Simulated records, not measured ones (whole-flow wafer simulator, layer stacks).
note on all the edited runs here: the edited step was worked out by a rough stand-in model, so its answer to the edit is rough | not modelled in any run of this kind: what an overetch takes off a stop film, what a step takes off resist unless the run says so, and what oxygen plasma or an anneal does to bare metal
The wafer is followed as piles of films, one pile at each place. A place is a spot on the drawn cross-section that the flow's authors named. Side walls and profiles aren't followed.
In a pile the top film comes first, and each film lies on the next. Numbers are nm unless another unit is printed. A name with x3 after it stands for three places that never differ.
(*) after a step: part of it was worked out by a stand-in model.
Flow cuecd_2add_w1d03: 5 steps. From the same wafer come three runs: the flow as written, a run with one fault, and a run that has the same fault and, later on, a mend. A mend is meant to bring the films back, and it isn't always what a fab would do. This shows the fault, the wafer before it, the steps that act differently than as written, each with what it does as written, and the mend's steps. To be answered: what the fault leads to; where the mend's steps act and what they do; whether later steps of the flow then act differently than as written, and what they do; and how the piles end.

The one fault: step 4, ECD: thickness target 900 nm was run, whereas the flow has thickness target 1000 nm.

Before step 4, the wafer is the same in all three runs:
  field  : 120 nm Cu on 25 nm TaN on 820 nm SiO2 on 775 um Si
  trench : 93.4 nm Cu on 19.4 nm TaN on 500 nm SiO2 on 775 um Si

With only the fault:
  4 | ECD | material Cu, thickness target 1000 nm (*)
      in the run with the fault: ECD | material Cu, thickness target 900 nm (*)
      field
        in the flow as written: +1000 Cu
        in the run with the fault: +900 Cu
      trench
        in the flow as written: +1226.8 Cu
        in the run with the fault: +1111.6 Cu
  Later steps of the flow that are run all act as written at every place that is followed.
  At field, trench, the piles at the end differ from the flow's by more than 2% or 0.5 nm, whichever is larger.
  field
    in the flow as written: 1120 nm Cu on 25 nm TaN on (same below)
    in the run with the fault: 1020 nm Cu on 25 nm TaN on (same below)
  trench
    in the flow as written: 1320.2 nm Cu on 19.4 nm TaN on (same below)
    in the run with the fault: 1205.1 nm Cu on 19.4 nm TaN on (same below)

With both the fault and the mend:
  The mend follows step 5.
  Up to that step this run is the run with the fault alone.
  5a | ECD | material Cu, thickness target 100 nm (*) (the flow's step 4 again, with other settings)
      field, trench
        +100 Cu
  Later steps of the flow that are run all act as written at every place that is followed.
  At the end the piles are close to the flow's at the places that both follow, differing by at most 2% or 0.5 nm, whichever is larger.
